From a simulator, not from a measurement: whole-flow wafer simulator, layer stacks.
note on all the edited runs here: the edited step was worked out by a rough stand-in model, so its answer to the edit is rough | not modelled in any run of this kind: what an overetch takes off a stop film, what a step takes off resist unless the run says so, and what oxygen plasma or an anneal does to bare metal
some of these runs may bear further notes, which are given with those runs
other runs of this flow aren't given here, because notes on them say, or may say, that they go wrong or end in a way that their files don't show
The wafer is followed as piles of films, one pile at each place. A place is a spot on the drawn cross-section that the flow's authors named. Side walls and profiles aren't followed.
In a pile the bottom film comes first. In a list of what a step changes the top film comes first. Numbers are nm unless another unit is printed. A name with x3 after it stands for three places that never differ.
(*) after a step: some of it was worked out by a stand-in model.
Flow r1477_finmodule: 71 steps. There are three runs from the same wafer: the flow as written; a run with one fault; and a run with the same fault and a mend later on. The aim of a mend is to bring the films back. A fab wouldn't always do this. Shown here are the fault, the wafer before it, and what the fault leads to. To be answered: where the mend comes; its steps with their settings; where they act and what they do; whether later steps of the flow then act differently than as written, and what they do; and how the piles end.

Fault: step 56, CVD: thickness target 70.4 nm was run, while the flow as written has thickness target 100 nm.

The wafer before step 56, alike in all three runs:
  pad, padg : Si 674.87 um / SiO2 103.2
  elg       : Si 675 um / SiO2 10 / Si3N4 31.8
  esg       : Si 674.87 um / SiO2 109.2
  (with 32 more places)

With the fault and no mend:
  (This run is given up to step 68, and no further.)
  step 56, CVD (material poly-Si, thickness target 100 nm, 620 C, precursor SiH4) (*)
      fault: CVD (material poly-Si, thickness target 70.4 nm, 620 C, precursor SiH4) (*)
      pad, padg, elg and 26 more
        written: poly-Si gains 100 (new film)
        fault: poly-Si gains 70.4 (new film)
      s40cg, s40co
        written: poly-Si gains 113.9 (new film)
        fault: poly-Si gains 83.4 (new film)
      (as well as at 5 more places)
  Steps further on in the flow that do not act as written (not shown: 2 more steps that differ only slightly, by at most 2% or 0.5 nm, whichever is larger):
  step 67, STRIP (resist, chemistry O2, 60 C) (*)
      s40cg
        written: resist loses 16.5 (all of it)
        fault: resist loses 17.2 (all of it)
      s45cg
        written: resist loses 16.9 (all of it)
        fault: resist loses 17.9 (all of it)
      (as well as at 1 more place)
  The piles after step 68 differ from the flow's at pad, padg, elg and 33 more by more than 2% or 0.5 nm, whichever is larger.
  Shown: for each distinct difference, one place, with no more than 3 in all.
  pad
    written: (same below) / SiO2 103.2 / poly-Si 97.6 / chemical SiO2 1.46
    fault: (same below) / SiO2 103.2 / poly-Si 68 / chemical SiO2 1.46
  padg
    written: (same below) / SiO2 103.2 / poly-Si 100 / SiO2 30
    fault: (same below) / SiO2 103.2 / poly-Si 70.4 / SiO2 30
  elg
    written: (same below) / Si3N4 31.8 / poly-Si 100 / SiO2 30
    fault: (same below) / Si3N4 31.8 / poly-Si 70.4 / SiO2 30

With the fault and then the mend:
  The mend follows step 56.
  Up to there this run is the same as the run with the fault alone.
  step 56a, ETCH (chemistry tmah, depth target 128.4 nm)
      pad, padg, elg and 26 more
        poly-Si loses 70.4 (all of it)
      s40cg, s40co
        poly-Si loses 83.4 (all of it)
      s45cg, s45co
        poly-Si loses 82.6 (all of it)
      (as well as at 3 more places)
  step 56b, CLEAN (chemistry SC1, 46 C, 45 s) (*) (a further turn of the flow's step 48)
      s40sg_line, s45sg_line, s50sg_line, s40so_line, s45so_line, s50so_line
        SiO2 loses 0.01
  step 56c, CVD (material poly-Si, thickness target 100 nm, 620 C, precursor SiH4) (*) (a further turn of the flow's step 56)
      pad, padg, elg and 26 more
        poly-Si gains 100 (new film)
      s40cg, s40co
        poly-Si gains 113.9 (new film)
      s45cg, s45co
        poly-Si gains 113.4 (new film)
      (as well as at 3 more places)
  Later steps of the flow that are run all act as written at every place that is followed, up to a difference of at most 2% or 0.5 nm, whichever is larger.
  When the end is reached, the piles differ only a little from the flow's at the places that both follow, at most by 2% or 0.5 nm, whichever is larger.
